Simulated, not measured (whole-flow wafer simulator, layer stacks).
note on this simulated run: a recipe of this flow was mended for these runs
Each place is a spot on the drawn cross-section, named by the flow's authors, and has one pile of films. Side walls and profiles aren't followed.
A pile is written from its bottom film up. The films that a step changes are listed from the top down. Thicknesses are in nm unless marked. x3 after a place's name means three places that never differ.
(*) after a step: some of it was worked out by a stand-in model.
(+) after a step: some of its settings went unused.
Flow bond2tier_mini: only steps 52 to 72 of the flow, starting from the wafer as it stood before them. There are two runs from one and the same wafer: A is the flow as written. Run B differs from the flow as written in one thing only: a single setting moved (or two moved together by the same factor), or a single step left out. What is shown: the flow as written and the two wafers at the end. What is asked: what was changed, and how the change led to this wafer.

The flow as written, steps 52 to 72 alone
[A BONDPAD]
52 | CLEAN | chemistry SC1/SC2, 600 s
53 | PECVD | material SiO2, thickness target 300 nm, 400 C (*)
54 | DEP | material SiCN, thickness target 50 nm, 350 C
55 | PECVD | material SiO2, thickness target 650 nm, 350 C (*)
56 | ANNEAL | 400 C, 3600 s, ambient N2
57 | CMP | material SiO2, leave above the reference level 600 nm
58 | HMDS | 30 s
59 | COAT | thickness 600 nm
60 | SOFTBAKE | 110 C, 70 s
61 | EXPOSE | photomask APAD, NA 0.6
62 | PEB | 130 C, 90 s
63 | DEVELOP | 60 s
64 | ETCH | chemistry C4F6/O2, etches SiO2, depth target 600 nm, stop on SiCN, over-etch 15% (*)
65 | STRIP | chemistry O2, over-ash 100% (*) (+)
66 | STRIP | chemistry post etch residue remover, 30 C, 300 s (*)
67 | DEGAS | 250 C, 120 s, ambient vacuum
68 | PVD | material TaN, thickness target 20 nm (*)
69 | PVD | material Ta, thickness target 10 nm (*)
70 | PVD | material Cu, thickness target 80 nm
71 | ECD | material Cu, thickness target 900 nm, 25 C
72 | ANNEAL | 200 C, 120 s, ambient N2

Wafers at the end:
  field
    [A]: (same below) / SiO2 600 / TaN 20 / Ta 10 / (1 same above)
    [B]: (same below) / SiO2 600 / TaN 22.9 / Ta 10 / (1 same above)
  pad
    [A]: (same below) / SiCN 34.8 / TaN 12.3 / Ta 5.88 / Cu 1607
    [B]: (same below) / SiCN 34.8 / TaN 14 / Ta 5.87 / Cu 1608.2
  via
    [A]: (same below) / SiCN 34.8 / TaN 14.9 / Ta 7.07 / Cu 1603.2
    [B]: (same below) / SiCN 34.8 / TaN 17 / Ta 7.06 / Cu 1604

Cause: step 68, PVD: thickness target 22.9 nm was run, though the flow has thickness target 20 nm.
The wafer lets one read it off: field has TaN 22.9, and step 68 as written asks for 20 nm.

How this came from the change, step by step:
  68 | PVD | material TaN, thickness target 20 nm (*)
      field: A TaN gains 20 (new film) | B TaN gains 22.9 (new film)
      pad: A TaN gains 12.3 (new film) | B TaN gains 14 (new film)
      (also at 1 further place)
